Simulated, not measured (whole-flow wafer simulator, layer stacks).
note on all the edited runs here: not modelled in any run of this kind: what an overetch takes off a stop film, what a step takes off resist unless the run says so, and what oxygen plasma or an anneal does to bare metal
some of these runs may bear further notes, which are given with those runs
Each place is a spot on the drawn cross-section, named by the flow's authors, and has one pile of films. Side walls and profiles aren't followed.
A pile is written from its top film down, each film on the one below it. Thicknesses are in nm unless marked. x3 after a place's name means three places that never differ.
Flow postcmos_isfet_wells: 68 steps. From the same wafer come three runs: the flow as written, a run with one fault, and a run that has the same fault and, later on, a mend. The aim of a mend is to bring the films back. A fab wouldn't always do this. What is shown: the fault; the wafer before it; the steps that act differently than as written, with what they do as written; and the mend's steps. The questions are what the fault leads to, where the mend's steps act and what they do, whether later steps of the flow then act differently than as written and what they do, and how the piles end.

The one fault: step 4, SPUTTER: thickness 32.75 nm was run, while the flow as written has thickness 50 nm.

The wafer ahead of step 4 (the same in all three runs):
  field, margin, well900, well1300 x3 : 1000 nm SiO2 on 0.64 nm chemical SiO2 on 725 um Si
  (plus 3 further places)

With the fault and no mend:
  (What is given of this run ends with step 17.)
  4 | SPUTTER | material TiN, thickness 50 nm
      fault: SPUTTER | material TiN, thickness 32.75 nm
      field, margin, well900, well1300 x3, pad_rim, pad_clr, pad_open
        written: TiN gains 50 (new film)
        fault: TiN gains 32.8 (new film)
  Later steps of the flow up to step 17 that are run all act as written at every place that is followed.
  The piles after step 17 differ from the flow's at field, margin, well900, well1300 x3, pad_rim, pad_clr, pad_open by more than 2% or 0.5 nm, whichever is larger.
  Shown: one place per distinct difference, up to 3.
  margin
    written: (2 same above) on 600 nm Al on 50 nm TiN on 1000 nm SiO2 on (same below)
    fault: (2 same above) on 600 nm Al on 32.8 nm TiN on 1000 nm SiO2 on (same below)
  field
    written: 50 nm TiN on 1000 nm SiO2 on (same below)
    fault: 32.8 nm TiN on 1000 nm SiO2 on (same below)

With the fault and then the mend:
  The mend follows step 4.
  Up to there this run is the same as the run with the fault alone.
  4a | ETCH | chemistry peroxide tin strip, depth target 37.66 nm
      field, margin, well900, well1300 x3, pad_rim, pad_clr, pad_open
        TiN loses 32.8 (all of it)
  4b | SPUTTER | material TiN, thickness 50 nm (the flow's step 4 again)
      field, margin, well900, well1300 x3, pad_rim, pad_clr, pad_open
        TiN gains 50 (new film)
  Later steps of the flow that are run all act as written at every place that is followed.
  The piles end the same as the flow's at every place that both follow.
